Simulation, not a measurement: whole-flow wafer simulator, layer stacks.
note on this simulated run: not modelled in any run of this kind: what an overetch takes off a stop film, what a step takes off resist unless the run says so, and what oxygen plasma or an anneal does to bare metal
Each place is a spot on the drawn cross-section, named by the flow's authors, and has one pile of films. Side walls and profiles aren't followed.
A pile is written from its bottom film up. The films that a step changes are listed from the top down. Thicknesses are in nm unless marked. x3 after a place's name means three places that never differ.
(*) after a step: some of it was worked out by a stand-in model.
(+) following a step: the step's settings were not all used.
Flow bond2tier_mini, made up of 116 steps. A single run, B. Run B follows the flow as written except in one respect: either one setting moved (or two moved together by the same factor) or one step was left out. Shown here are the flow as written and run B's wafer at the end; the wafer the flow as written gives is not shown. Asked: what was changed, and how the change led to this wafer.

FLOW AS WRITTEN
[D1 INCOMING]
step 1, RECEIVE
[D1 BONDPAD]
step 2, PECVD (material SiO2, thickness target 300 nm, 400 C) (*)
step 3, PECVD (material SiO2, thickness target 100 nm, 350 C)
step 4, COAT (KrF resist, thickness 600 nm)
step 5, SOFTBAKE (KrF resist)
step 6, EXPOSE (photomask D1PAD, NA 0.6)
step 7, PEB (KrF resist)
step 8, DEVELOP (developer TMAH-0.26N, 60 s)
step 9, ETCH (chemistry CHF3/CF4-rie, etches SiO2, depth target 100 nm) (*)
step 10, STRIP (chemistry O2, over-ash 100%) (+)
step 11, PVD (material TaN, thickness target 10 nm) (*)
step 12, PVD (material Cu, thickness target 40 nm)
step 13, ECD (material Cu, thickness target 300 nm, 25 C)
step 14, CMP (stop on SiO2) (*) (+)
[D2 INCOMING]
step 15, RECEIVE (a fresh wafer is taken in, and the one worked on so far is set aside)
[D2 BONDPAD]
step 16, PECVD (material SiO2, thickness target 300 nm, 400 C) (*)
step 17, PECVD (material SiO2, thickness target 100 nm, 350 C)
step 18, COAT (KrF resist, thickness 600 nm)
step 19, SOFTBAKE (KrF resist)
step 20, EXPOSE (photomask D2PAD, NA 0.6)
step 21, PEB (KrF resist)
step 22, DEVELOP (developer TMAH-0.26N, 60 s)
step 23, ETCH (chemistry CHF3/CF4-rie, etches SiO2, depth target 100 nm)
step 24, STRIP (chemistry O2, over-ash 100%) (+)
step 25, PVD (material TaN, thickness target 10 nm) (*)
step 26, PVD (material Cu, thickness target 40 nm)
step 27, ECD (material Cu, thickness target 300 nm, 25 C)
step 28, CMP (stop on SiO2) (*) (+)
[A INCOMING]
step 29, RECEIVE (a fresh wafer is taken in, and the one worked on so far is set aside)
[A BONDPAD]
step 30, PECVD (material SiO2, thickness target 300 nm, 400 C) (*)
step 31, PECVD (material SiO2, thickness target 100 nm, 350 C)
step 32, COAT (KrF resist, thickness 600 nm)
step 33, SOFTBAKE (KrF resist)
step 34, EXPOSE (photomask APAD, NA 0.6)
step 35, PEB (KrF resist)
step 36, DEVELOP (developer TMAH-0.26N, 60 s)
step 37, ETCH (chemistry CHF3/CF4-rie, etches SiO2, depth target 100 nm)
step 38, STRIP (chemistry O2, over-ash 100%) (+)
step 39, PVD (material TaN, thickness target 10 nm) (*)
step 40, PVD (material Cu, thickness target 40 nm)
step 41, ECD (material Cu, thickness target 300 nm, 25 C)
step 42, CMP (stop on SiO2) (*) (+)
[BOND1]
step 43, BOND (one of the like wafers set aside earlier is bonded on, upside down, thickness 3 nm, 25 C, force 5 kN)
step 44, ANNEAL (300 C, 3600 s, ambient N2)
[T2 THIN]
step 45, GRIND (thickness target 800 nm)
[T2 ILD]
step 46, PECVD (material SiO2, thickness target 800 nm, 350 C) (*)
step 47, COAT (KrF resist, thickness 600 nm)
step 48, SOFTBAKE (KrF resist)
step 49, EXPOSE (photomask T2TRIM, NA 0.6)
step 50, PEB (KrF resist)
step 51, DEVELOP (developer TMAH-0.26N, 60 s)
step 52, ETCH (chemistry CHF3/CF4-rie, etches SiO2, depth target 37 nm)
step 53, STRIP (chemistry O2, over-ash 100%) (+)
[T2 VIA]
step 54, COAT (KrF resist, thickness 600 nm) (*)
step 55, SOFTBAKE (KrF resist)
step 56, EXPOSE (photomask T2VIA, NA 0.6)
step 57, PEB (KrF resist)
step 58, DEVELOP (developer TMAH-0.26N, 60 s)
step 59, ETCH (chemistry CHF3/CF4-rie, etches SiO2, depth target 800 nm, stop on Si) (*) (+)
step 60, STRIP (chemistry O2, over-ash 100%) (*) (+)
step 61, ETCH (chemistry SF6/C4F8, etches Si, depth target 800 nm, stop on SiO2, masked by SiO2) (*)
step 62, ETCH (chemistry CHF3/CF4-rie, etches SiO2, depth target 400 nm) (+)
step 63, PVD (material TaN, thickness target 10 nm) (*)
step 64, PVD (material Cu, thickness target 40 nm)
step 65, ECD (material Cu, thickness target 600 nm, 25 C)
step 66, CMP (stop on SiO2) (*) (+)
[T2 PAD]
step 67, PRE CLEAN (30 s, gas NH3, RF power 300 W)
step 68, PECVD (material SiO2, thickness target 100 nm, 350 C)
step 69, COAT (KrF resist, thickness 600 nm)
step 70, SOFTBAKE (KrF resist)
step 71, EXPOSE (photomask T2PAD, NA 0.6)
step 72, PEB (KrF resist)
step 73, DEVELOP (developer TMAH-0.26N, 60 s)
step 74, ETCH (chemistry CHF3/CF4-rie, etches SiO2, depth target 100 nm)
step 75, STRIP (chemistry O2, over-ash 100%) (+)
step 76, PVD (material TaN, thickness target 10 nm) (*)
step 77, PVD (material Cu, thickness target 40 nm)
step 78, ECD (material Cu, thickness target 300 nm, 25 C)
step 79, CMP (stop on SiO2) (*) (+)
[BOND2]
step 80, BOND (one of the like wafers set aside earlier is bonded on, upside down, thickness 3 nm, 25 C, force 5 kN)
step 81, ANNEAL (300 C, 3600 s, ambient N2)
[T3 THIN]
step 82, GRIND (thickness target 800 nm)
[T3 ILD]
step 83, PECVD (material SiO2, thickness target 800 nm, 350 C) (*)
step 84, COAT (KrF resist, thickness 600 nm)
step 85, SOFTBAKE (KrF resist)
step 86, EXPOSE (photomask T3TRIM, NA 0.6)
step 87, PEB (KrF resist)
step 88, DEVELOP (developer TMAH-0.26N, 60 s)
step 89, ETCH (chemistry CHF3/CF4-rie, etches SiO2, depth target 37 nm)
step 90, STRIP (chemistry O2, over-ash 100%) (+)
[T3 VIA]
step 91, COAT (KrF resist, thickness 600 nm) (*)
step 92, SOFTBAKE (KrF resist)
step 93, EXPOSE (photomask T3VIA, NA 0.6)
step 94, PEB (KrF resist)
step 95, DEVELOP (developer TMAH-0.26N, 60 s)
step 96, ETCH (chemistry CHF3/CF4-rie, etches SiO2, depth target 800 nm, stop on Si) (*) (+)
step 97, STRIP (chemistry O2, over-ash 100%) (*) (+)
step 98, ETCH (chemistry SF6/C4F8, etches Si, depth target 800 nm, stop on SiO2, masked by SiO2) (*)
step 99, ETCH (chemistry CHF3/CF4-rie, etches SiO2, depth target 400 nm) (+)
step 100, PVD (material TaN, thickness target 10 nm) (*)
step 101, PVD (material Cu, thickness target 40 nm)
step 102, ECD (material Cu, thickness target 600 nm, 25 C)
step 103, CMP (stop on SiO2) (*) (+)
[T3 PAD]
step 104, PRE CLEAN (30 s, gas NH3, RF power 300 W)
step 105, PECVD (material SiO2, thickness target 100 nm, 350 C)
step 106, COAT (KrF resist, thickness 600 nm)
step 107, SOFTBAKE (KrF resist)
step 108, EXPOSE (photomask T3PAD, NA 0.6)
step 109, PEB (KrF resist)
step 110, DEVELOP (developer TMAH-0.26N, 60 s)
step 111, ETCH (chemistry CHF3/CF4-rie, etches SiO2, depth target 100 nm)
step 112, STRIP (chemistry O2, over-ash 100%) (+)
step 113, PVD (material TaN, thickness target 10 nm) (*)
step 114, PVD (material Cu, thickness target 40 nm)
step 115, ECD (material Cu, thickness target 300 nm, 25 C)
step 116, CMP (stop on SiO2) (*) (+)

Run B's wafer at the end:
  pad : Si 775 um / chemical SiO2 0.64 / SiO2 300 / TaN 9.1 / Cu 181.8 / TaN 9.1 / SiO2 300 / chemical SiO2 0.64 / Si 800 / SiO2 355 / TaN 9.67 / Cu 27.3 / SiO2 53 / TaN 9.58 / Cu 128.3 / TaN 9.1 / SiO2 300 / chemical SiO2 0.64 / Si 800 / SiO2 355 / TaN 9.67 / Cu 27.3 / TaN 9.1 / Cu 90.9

What caused this: step 74, ETCH: depth target 47 nm was run, though the flow has depth target 100 nm.

Step by step, how the change led to this:
  step 74, ETCH (chemistry CHF3/CF4-rie, etches SiO2, depth target 100 nm)
      pad: SiO2 loses 47 (it would be, as written: SiO2 loses 100 (all of it))
      field: KrF resist loses 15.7 (it would be, as written: KrF resist loses 33.3)
  step 75, STRIP (chemistry O2, over-ash 100%) (+)
      field: KrF resist loses 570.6 (all of it) (it would be, as written: KrF resist loses 552.9 (all of it))
  step 77, PVD (material Cu, thickness target 40 nm)
      pad: Cu gains 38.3 (new film) (it would be, as written: Cu gains 36.4 (new film))
  step 78, ECD (material Cu, thickness target 300 nm, 25 C)
      pad: Cu gains 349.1 (it would be, as written: Cu gains 404.5)
If metal films that touch count as one body, pad has 4 bodies (between them, from the top down: SiO2 355 / Si 800 / chemical SiO2 0.64 / SiO2 300; SiO2 53; SiO2 355 / Si 800 / chemical SiO2 0.64 / SiO2 300); the flow as written gives 3 bodies (between them, from the top down: SiO2 355 / Si 800 / chemical SiO2 0.64 / SiO2 300; SiO2 355 / Si 800 / chemical SiO2 0.64 / SiO2 300).
